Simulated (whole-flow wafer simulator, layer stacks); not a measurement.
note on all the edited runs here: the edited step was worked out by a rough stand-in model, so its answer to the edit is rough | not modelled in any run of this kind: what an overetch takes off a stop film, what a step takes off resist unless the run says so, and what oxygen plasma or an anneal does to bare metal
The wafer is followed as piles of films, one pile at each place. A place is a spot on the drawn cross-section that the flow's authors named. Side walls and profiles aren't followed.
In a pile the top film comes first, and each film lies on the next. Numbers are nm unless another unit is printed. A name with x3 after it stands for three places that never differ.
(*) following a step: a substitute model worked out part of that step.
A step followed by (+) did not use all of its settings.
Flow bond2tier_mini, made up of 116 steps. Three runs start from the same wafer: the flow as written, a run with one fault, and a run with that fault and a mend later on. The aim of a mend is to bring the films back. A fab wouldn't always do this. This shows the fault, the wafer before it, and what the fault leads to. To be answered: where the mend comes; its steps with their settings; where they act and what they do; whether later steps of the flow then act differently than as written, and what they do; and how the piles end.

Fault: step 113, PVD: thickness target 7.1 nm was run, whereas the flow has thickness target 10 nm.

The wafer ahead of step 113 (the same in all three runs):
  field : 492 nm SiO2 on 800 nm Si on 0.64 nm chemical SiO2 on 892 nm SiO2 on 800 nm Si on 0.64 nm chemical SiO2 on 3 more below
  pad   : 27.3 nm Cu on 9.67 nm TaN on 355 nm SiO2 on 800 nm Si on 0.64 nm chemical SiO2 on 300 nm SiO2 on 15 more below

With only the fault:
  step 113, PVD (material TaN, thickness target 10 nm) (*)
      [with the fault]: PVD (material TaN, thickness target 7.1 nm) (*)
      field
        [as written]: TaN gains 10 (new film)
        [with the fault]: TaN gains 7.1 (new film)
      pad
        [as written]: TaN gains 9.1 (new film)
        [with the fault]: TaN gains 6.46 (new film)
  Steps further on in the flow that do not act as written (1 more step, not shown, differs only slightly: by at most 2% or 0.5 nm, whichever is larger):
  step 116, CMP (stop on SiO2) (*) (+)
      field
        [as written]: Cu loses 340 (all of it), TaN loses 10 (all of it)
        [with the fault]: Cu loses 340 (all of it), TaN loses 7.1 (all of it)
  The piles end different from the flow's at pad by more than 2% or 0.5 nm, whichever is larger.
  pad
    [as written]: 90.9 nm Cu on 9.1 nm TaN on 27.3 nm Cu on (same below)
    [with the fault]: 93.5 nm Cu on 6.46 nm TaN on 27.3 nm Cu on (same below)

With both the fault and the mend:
  After step 113 comes the mend.
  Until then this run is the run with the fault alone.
  step 113a, PVD (material TaN, thickness target 2.9 nm) (*) (the flow's step 113 again, with other settings)
      field
        TaN gains 2.9
      pad
        TaN gains 2.64
  Later steps of the flow that are run all act as written at every place that is followed.
  At every place that both follow, the piles at the end match the flow's.
